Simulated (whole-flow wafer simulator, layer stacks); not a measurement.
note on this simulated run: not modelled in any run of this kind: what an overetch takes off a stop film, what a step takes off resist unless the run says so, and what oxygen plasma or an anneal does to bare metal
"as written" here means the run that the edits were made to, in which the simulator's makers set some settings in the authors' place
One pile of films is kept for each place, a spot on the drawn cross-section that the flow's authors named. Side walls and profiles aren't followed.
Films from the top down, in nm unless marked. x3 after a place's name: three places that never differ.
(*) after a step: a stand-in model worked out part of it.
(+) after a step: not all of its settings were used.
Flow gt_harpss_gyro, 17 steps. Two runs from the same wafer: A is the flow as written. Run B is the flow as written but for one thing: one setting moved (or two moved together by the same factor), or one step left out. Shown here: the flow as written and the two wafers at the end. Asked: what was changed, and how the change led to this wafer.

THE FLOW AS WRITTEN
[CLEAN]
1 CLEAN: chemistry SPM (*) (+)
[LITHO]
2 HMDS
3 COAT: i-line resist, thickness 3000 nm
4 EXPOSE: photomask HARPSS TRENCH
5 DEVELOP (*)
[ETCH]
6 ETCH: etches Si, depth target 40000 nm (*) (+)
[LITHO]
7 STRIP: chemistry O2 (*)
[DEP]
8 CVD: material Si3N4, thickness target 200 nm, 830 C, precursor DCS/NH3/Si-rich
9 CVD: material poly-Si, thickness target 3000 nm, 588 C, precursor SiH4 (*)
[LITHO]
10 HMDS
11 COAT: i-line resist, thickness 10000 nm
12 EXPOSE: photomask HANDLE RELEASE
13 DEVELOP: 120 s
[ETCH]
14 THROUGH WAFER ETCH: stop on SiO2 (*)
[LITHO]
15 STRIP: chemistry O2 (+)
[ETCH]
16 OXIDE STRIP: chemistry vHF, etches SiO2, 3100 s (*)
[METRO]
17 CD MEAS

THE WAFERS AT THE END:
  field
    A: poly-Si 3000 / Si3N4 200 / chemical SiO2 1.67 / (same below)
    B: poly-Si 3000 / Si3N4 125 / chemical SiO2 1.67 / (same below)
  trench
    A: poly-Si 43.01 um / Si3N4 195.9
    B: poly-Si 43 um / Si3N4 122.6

The cause: step 8, CVD: thickness target 125 nm was run, where the flow has thickness target 200 nm.
It can be read off the wafer: field has Si3N4 125, and step 8 as written asks for 200 nm.

How the change led to this, step by step:
  8 CVD: material Si3N4, thickness target 200 nm, 830 C, precursor DCS/NH3/Si-rich
      field: A Si3N4 +200 (new film) | B Si3N4 +125 (new film)
      trench: A Si3N4 +195.9 (new film) | B Si3N4 +122.6 (new film)
  9 CVD: material poly-Si, thickness target 3000 nm, 588 C, precursor SiH4 (*)
      trench: A poly-Si +43.01 um (new film) | B poly-Si +43 um (new film)
